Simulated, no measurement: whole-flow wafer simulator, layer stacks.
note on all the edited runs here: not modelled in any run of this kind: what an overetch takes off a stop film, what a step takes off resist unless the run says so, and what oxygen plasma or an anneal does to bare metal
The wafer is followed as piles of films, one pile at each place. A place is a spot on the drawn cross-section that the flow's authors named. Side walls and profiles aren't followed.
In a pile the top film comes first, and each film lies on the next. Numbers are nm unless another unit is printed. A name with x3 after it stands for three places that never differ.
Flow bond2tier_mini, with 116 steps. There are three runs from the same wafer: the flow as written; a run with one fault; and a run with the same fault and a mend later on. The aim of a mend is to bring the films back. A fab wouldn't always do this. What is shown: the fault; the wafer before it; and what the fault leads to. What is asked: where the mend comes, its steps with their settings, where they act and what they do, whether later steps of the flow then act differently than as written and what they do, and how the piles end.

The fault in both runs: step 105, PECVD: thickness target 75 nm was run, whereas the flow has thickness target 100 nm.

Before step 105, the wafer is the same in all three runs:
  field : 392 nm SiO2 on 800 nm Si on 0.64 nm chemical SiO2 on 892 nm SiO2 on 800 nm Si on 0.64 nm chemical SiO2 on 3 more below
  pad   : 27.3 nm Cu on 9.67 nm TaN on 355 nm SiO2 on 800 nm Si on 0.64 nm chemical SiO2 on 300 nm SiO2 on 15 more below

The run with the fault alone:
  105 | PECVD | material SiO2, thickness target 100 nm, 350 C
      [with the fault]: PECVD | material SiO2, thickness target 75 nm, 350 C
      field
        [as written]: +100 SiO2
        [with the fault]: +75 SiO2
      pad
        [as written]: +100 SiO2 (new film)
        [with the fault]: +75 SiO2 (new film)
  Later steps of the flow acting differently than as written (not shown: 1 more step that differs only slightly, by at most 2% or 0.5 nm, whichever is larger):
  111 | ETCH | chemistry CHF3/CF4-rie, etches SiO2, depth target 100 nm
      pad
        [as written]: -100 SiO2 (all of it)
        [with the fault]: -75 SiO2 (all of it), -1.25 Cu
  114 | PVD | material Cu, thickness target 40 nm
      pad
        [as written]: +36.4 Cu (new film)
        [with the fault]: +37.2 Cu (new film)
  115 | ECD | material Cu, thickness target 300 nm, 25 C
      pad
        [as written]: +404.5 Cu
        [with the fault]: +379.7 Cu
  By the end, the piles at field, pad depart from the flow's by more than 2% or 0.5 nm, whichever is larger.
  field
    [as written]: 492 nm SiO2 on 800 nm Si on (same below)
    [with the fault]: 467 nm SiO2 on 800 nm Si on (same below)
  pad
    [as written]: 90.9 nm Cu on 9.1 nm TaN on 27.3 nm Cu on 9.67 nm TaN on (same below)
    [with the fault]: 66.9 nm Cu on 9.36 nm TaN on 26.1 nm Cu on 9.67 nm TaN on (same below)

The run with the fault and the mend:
  After step 105 comes the mend.
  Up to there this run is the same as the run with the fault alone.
  105a | PECVD | material SiO2, thickness target 25 nm, 350 C (the flow's step 105 again, with other settings)
      field, pad
        +25 SiO2
  None of the later steps of the flow acts differently than as written at any place that is followed.
  At every place that both follow, the piles at the end match the flow's.
